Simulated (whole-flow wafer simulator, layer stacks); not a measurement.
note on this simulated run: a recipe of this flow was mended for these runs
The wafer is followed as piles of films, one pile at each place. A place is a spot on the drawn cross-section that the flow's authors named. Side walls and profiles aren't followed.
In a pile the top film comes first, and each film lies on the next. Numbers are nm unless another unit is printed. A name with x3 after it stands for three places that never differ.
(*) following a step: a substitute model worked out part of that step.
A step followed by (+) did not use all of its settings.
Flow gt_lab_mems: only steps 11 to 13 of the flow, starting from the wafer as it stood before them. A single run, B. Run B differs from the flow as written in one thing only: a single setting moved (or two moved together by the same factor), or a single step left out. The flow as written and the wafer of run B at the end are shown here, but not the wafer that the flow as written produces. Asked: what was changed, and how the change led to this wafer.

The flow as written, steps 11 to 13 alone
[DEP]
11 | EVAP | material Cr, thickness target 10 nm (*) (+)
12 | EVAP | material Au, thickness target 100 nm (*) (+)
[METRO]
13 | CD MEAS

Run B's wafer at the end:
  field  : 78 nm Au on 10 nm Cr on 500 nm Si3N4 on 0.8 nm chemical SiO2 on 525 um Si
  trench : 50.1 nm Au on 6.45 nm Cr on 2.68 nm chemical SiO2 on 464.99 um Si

What caused this: step 12, EVAP: thickness target 78 nm was run, though the flow has thickness target 100 nm.
The wafer itself shows it: field has Au 78, and step 12 as written asks for 100 nm.

The path from the change to this, step by step:
  12 | EVAP | material Au, thickness target 100 nm (*) (+)
      field: Au gains 78 (new film) (in the flow as written it would be: Au gains 100 (new film))
      trench: Au gains 50.1 (new film) (in the flow as written it would be: Au gains 64.1 (new film))
